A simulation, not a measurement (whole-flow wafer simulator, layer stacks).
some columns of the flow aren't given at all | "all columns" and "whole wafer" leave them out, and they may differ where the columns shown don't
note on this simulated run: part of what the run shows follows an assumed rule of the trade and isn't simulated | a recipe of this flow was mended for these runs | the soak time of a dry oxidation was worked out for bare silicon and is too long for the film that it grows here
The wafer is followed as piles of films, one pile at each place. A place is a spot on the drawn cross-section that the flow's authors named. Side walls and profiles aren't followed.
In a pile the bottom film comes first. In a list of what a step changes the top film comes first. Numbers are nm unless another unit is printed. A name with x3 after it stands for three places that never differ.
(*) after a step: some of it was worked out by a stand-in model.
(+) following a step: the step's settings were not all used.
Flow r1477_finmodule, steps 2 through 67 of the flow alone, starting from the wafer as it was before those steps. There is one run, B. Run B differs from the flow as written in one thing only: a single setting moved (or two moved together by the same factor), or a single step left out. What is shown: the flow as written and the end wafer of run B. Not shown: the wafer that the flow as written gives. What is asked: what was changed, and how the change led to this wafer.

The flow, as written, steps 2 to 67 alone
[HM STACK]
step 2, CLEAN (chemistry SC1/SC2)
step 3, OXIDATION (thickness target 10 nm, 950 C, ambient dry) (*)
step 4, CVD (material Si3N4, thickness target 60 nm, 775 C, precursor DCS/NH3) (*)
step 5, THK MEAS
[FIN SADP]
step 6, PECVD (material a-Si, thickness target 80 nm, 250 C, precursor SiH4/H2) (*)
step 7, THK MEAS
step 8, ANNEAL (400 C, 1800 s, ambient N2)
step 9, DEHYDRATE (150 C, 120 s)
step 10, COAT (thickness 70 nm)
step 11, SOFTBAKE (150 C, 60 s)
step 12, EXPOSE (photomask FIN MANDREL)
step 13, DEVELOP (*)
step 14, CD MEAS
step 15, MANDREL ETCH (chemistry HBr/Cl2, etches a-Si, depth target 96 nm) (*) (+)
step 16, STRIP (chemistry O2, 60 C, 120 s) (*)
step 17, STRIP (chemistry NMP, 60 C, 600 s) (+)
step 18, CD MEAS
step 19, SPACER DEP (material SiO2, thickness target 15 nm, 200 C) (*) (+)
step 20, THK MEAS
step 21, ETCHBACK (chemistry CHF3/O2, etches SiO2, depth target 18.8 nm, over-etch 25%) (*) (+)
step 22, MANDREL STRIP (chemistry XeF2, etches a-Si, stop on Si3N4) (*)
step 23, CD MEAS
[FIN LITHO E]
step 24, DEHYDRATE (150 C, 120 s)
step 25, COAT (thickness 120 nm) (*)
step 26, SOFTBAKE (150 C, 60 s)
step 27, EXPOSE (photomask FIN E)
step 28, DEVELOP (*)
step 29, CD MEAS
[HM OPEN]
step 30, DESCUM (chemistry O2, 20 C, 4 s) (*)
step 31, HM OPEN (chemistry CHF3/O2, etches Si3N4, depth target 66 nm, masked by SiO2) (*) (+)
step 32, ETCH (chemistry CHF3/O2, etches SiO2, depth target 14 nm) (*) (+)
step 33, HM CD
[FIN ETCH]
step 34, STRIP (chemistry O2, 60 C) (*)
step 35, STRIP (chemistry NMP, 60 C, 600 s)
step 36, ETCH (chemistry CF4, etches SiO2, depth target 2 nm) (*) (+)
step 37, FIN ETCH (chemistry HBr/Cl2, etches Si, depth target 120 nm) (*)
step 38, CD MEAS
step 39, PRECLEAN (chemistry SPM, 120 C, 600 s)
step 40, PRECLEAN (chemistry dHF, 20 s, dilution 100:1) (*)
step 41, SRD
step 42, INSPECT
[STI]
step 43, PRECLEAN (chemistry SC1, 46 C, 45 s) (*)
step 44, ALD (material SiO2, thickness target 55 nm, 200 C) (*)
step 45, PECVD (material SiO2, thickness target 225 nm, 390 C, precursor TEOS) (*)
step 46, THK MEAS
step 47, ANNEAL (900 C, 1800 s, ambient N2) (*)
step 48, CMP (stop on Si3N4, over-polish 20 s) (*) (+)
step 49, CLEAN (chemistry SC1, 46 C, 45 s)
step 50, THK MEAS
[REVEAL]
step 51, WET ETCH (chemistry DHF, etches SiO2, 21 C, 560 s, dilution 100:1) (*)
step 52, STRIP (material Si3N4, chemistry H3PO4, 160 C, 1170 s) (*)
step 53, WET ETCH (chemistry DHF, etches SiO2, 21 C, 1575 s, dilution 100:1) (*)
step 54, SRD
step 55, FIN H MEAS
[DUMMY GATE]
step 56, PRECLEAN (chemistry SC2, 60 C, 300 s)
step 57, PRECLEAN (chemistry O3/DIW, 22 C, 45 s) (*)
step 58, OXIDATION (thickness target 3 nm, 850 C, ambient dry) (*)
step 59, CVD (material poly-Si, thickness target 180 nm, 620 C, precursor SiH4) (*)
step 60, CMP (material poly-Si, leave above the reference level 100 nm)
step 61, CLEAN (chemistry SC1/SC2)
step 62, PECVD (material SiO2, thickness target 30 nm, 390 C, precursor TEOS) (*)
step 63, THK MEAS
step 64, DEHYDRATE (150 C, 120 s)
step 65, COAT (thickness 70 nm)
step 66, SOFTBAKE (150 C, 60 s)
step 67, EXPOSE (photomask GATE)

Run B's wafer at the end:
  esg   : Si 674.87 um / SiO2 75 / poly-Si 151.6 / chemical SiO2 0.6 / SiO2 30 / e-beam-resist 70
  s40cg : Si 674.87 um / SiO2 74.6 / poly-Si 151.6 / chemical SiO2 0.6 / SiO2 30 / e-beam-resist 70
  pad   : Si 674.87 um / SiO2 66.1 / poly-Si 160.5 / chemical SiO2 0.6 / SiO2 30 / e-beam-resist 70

Cause: step 4, CVD: thickness target 52.8 nm was run, whereas the flow has thickness target 60 nm; step 15, MANDREL ETCH: depth target 84.5 nm was run, where the flow has depth target 96 nm.

Step by step, how the change led to this:
  step 4, CVD (material Si3N4, thickness target 60 nm, 775 C, precursor DCS/NH3) (*)
      pad, padg, elg and 33 more: Si3N4 gains 52.8 (new film) (it would be, as written: Si3N4 gains 60 (new film))
  step 15, MANDREL ETCH (chemistry HBr/Cl2, etches a-Si, depth target 96 nm) (*) (+)
      pad, padg, elg and 27 more: a-Si loses 80 (all of it), Si3N4 loses 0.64 (it would be, as written: a-Si loses 80 (all of it), Si3N4 loses 2.29)
      s40cg, s45cg, s50cg, s40co, s45co, s50co: e-beam-resist loses 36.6 (it would be, as written: e-beam-resist loses 41)
  step 16, STRIP (chemistry O2, 60 C, 120 s) (*)
      s40cg, s45cg, s50cg, s40co, s45co, s50co: chemical SiO2 gains 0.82 (new film), e-beam-resist loses 33.4 (all of it), a-Si loses 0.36 (it would be, as written: chemical SiO2 gains 0.89 (new film), e-beam-resist loses 29 (all of it), a-Si loses 0.39)
  step 31, HM OPEN (chemistry CHF3/O2, etches Si3N4, depth target 66 nm, masked by SiO2) (*) (+)
      pad, padg, esg and 13 more: Si3N4 loses 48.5 (all of it), SiO2 loses 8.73 (it would be, as written: Si3N4 loses 54.1 (all of it), SiO2 loses 5.95)
      s40cg, s45cg, s50cg, s40co, s45co, s50co: Si3N4 loses 52.8 (all of it), SiO2 loses 6.6 (it would be, as written: Si3N4 loses 60 (all of it), SiO2 loses 3)
  step 32, ETCH (chemistry CHF3/O2, etches SiO2, depth target 14 nm) (*) (+)
      pad, padg, esg and 13 more: SiO2 loses 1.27 (all of it), Si loses 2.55 (it would be, as written: SiO2 loses 4.05 (all of it), Si loses 1.99)
      s40cg, s45cg, s50cg, s40co, s45co, s50co: SiO2 loses 3.4 (all of it), Si loses 2.12 (it would be, as written: SiO2 loses 7 (all of it), Si loses 1.4)
  step 44, ALD (material SiO2, thickness target 55 nm, 200 C) (*)
      esg, e40sg, e100sg, e200sg, eso, e40so, e100so, e200so: SiO2 gains 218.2 (new film) (it would be, as written: SiO2 gains 223.2 (new film))
      s40cg, s45cg, s50cg, s40co, s45co, s50co: SiO2 gains 256.7 (new film) (it would be, as written: SiO2 gains 263.2 (new film))
      (and at 6 other places as well)
  step 48, CMP (stop on Si3N4, over-polish 20 s) (*) (+)
      pad, padg: SiO2 loses 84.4 (it would be, as written: SiO2 loses 79.4)
  step 52, STRIP (material Si3N4, chemistry H3PO4, 160 C, 1170 s) (*)
      elg, e40lg, e100lg, e200lg, elo, e40lo, e100lo, e200lo: Si3N4 loses 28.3 (all of it), SiO2 loses 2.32 (it would be, as written: Si3N4 loses 33.9 (all of it), SiO2 loses 2.15)
      s40sg_line, s45sg_line, s50sg_line, s40so_line, s45so_line, s50so_line: Si3N4 loses 49.5 (all of it), SiO2 loses 1.66 (it would be, as written: Si3N4 loses 55.1 (all of it), SiO2 loses 1.49)
  step 59, CVD (material poly-Si, thickness target 180 nm, 620 C, precursor SiH4) (*)
      esg, e40sg, e100sg and 15 more: poly-Si gains 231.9 (new film) (it would be, as written: poly-Si gains 226.3 (new film))
      e200sg, e200so: poly-Si gains 231.9 (new film) (it would be, as written: poly-Si gains 219.2 (new film))
  step 60, CMP (material poly-Si, leave above the reference level 100 nm)
      pad, padg: poly-Si loses 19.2 (it would be, as written: poly-Si loses 24.8)
      e200sg, e200so: poly-Si loses 80 (it would be, as written: poly-Si loses 72.9)
